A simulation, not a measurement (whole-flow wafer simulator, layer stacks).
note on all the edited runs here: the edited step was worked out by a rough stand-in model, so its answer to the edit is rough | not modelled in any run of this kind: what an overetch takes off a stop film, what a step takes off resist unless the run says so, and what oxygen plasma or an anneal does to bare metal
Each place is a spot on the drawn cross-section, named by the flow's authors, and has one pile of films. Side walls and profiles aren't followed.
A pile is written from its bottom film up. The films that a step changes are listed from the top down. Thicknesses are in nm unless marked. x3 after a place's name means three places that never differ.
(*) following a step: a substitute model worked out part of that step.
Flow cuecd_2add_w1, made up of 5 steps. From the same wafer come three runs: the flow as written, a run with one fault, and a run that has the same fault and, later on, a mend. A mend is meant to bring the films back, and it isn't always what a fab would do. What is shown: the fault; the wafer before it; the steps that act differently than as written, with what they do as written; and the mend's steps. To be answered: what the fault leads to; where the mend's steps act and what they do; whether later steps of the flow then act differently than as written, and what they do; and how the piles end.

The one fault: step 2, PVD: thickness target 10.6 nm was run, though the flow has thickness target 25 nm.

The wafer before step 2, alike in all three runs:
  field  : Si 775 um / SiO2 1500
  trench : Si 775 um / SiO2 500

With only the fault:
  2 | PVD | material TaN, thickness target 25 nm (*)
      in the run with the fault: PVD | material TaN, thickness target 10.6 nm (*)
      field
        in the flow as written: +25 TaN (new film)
        in the run with the fault: +10.6 TaN (new film)
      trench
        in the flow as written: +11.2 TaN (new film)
        in the run with the fault: +4.77 TaN (new film)
  Every later step of the flow that is run acts as written, at every place that is followed, to within 2% or 0.5 nm, whichever is larger.
  The piles end different from the flow's at field, trench by more than 2% or 0.5 nm, whichever is larger.
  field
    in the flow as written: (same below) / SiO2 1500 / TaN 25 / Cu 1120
    in the run with the fault: (same below) / SiO2 1500 / TaN 10.6 / Cu 1120
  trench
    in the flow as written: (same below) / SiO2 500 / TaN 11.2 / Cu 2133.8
    in the run with the fault: (same below) / SiO2 500 / TaN 4.77 / Cu 2125.8

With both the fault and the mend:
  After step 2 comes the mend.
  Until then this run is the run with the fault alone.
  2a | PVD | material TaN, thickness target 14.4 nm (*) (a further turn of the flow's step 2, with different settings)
      field
        +14.4 TaN
      trench
        +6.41 TaN
  Every later step of the flow that is run acts as written at every place that is followed.
  By the end, the piles equal the flow's at every place that both follow.
